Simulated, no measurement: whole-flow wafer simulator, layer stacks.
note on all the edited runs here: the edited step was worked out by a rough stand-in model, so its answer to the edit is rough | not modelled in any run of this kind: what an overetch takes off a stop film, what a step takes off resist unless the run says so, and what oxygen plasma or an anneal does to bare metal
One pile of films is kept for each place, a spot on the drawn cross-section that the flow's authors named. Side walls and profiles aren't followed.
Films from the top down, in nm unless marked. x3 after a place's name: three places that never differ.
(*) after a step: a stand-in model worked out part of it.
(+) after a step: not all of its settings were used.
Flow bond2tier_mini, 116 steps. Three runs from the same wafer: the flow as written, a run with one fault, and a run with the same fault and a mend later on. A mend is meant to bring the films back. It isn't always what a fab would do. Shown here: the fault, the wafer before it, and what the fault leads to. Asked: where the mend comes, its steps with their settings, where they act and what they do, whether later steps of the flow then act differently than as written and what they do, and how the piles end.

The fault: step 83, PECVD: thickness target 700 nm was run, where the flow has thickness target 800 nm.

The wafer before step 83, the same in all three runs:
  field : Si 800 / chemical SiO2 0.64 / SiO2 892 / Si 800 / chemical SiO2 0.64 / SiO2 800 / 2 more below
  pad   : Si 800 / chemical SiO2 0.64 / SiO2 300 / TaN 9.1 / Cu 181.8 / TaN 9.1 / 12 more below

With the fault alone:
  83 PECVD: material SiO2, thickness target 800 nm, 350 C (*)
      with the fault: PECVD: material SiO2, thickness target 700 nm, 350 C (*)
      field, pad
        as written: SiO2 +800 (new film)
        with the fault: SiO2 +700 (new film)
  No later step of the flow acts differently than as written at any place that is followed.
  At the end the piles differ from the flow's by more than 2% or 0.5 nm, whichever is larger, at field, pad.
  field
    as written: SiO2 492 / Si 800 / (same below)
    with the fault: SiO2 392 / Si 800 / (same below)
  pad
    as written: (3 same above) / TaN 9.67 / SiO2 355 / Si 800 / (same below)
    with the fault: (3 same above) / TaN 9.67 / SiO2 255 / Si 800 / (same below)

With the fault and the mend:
  The mend comes after step 88.
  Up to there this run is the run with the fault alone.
  88a STRIP: chemistry O2, over-ash 100% (+)
      field
        KrF resist -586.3 (all of it)
  88b PECVD: material SiO2, thickness target 100 nm, 350 C (the flow's step 83 once more, with other settings)
      field, pad
        SiO2 +100
  88c COAT: KrF resist, thickness 600 nm (the flow's step 84 once more)
      field, pad
        KrF resist +600 (new film)
  88d SOFTBAKE: KrF resist (the flow's step 85 once more)
      changes no film at any place that is followed
  88e EXPOSE: photomask T3TRIM, NA 0.6 (the flow's step 86 once more)
      changes no film at any place that is followed
  88f PEB: KrF resist (the flow's step 87 once more)
      changes no film at any place that is followed
  88g DEVELOP: developer TMAH-0.26N, 60 s (the flow's step 88 once more)
      field
        KrF resist -13.7
      pad
        KrF resist -600 (all of it)
  No later step of the flow acts differently than as written at any place that is followed.
  At the end the piles are the same as the flow's at every place that both follow.
